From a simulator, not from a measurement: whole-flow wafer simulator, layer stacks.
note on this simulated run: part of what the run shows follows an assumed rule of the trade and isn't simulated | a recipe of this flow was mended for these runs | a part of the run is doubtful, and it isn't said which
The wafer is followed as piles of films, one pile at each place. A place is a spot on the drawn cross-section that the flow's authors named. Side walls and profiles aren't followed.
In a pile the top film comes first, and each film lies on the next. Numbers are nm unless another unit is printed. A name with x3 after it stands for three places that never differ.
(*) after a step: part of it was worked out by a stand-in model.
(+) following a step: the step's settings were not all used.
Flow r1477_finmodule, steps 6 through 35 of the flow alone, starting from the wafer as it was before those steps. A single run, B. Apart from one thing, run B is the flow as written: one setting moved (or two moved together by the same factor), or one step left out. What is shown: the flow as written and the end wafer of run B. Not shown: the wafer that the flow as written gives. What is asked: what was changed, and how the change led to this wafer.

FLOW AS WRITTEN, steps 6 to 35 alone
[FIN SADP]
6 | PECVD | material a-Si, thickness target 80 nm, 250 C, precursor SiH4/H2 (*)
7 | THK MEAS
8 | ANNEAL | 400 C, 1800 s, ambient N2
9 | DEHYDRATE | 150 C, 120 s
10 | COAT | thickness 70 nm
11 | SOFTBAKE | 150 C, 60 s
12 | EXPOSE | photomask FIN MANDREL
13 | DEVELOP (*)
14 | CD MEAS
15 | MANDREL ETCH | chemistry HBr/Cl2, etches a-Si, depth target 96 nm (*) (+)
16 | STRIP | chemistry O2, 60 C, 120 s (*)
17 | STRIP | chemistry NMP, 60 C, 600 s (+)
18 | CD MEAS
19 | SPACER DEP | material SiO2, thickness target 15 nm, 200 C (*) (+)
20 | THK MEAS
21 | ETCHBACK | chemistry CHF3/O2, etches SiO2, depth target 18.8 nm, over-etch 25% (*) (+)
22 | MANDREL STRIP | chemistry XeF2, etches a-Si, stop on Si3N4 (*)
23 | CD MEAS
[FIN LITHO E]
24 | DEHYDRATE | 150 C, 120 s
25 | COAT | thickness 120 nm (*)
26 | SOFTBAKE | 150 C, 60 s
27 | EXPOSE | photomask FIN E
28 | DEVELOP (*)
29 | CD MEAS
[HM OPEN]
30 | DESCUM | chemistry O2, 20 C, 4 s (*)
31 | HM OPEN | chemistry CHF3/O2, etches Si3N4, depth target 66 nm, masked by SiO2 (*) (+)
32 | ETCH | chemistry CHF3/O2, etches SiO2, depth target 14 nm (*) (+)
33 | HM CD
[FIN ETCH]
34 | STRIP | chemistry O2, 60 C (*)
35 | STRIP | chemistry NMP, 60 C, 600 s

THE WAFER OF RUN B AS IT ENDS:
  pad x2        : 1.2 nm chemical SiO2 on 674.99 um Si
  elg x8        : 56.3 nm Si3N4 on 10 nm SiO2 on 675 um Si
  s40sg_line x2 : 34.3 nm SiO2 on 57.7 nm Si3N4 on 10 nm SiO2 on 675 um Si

What caused this: step 21, ETCHBACK: depth target 16.5 nm was run, whereas the flow has depth target 18.8 nm.

The path from the change to this, step by step:
  21 | ETCHBACK | chemistry CHF3/O2, etches SiO2, depth target 18.8 nm, over-etch 25% (*) (+)
      pad x2, elg x8, esg x2 and 12 more: SiO2 loses 15 (all of it), Si3N4 loses 1.39 (as written it would have been: SiO2 loses 15 (all of it), Si3N4 loses 3.62)
  31 | HM OPEN | chemistry CHF3/O2, etches Si3N4, depth target 66 nm, masked by SiO2 (*) (+)
      pad x2, esg x2, e40sg x2, e100sg x2, e200sg x2, s40sg x2, s45sg x2, s50sg x2: Si3N4 loses 56.3 (all of it), SiO2 loses 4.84 (as written it would have been: Si3N4 loses 54.1 (all of it), SiO2 loses 5.95)
  32 | ETCH | chemistry CHF3/O2, etches SiO2, depth target 14 nm (*) (+)
      pad x2, esg x2, e40sg x2, e100sg x2, e200sg x2, s40sg x2, s45sg x2, s50sg x2: SiO2 loses 5.16 (all of it), Si loses 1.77 (as written it would have been: SiO2 loses 4.05 (all of it), Si loses 1.99)
